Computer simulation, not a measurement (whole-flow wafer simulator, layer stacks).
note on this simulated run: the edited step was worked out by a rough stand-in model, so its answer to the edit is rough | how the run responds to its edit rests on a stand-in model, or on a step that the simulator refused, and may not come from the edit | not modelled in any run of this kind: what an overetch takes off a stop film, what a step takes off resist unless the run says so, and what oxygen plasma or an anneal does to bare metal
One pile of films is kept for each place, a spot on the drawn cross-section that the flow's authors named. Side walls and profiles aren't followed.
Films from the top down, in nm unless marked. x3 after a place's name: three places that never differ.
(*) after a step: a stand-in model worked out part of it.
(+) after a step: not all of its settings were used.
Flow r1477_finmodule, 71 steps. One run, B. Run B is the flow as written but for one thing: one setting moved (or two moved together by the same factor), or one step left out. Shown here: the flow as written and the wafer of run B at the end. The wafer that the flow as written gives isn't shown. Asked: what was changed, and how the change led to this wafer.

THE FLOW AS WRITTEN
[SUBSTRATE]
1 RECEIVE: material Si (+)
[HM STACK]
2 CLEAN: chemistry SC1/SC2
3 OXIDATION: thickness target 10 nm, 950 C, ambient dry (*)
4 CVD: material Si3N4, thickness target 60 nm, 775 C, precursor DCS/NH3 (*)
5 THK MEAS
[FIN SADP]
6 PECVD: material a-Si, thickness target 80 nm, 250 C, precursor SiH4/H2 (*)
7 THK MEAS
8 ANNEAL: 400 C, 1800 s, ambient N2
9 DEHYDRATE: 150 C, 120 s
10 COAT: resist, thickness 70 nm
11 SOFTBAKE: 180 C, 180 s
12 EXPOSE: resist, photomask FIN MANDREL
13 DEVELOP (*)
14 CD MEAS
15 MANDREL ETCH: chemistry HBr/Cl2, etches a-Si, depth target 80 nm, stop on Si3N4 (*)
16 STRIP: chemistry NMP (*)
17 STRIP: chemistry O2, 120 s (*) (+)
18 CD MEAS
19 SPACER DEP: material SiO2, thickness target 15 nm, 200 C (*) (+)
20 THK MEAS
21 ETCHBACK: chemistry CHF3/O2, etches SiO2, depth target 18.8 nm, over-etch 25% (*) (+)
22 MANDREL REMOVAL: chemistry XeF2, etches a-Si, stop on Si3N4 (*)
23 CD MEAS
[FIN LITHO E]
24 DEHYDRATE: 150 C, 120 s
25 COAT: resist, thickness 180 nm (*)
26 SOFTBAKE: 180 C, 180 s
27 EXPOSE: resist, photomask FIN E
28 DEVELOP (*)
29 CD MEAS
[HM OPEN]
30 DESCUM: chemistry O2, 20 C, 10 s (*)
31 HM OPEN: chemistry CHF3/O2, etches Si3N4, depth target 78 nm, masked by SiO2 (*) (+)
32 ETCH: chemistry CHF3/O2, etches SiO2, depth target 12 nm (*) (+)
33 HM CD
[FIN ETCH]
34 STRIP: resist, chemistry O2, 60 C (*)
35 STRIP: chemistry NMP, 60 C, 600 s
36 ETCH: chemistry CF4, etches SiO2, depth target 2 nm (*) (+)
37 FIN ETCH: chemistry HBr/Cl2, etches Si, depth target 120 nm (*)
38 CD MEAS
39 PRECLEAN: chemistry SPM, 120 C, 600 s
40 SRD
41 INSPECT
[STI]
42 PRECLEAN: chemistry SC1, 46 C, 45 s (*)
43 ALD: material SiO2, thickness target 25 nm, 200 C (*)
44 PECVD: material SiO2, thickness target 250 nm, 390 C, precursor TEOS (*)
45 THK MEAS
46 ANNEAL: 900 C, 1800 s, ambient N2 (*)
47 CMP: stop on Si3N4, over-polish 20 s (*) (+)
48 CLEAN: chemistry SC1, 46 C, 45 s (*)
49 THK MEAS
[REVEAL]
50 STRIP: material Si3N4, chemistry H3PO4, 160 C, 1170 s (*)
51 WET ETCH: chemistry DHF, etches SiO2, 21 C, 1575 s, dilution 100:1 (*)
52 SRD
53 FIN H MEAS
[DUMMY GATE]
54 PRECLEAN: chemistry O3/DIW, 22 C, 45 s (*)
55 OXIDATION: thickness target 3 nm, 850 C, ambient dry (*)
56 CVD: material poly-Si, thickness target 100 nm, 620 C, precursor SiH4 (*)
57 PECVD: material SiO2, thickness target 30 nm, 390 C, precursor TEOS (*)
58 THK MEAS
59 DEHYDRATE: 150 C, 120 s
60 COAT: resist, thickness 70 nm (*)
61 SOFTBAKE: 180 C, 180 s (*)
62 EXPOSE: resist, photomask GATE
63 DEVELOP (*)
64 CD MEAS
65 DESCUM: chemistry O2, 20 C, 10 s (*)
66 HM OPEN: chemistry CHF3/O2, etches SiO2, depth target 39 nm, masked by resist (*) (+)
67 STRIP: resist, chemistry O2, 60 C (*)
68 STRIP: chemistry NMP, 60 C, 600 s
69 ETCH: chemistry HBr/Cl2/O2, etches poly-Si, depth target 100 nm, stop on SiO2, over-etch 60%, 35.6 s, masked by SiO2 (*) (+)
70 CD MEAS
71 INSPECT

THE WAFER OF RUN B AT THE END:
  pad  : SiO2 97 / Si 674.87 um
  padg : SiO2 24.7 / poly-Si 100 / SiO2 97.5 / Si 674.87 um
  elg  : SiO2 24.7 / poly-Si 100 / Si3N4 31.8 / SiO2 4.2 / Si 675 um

The cause: step 3, OXIDATION: thickness target 4.2 nm was run, where the flow has thickness target 10 nm.
It can be read off the wafer: elg has SiO2 4.2, and step 3 as written asks for 10 nm.

How the change led to this, step by step:
  3 OXIDATION: thickness target 10 nm, 950 C, ambient dry (*)
      pad, padg, elg and 33 more: SiO2 +4.2 (new film), chemical SiO2 -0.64 (all of it), Si -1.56 (as written it would be: SiO2 +10 (new film), chemical SiO2 -0.64 (all of it), Si -4.12)
  31 HM OPEN: chemistry CHF3/O2, etches Si3N4, depth target 78 nm, masked by SiO2 (*) (+)
      s40cg, s45cg, s50cg, s40co, s45co, s50co: Si3N4 -60 (all of it), SiO2 -4.2 (all of it) (as written it would be: Si3N4 -60 (all of it), SiO2 -9)
      pad, padg, esg and 13 more: Si3N4 -56.4 (all of it), SiO2 -4.2 (all of it) (as written it would be: Si3N4 -56.4 (all of it), SiO2 -10 (all of it))
  32 ETCH: chemistry CHF3/O2, etches SiO2, depth target 12 nm (*) (+)
      s40cg, s40co: Si -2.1 (as written it would be: SiO2 -1 (all of it), Si -2.2)
      s45cg, s45co: Si -2.13 (as written it would be: SiO2 -1 (all of it), Si -2.2)
      (and at 2 more places)
  43 ALD: material SiO2, thickness target 25 nm, 200 C (*)
      s40cg, s45cg, s40co, s45co: SiO2 +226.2 (new film) (as written it would be: SiO2 +232.1 (new film))
      s50cg, s50co: SiO2 +226.3 (new film) (as written it would be: SiO2 +232.1 (new film))
      (and at 1 more place)
  47 CMP: stop on Si3N4, over-polish 20 s (*) (+)
      pad, padg, e40sg and 11 more: SiO2 -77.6 (as written it would be: SiO2 -71.8)
      eso: SiO2 -78.2 (as written it would be: SiO2 -72.4)
  51 WET ETCH: chemistry DHF, etches SiO2, 21 C, 1575 s, dilution 100:1 (*)
      s40sg_line, s45sg_line, s50sg_line, s40so_line, s45so_line, s50so_line: SiO2 -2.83 (all of it) (as written it would be: SiO2 -8.63 (all of it))
  56 CVD: material poly-Si, thickness target 100 nm, 620 C, precursor SiH4 (*)
      s40cg, s40co: poly-Si +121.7 (new film) (as written it would be: poly-Si +113.9 (new film))
      s45cg, s45co: poly-Si +119.2 (new film) (as written it would be: poly-Si +113.4 (new film))
      (and at 2 more places)
  60 COAT: resist, thickness 70 nm (*)
      s40cg, s40co: resist +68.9 (new film) (as written it would be: resist +70.6 (new film))
      s40sg, s40so: resist +97.1 (new film) (as written it would be: resist +91 (new film))
      (and at 4 more places)
  63 DEVELOP (*)
      s40co: resist -68.9 (all of it) (as written it would be: resist -70.6 (all of it))
      s40so: resist -97.1 (all of it) (as written it would be: resist -91 (all of it))
      (and at 2 more places)
  67 STRIP: resist, chemistry O2, 60 C (*)
      s40cg: resist -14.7 (all of it) (as written it would be: resist -16.5 (all of it))
      s40sg: resist -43 (all of it) (as written it would be: resist -36.9 (all of it))
      (and at 2 more places)
  69 ETCH: chemistry HBr/Cl2/O2, etches poly-Si, depth target 100 nm, stop on SiO2, over-etch 60%, 35.6 s, masked by SiO2 (*) (+)
      s40co: chemical SiO2 -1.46 (all of it), poly-Si -119.3 (all of it), SiO2 -0.2 (as written it would be: chemical SiO2 -1.46 (all of it), poly-Si -111.5 (all of it), SiO2 -0.24)
      s45co: chemical SiO2 -1.46 (all of it), poly-Si -116.7 (all of it), SiO2 -0.22 (as written it would be: chemical SiO2 -1.46 (all of it), poly-Si -110.9 (all of it), SiO2 -0.25)
      (and at 1 more place)
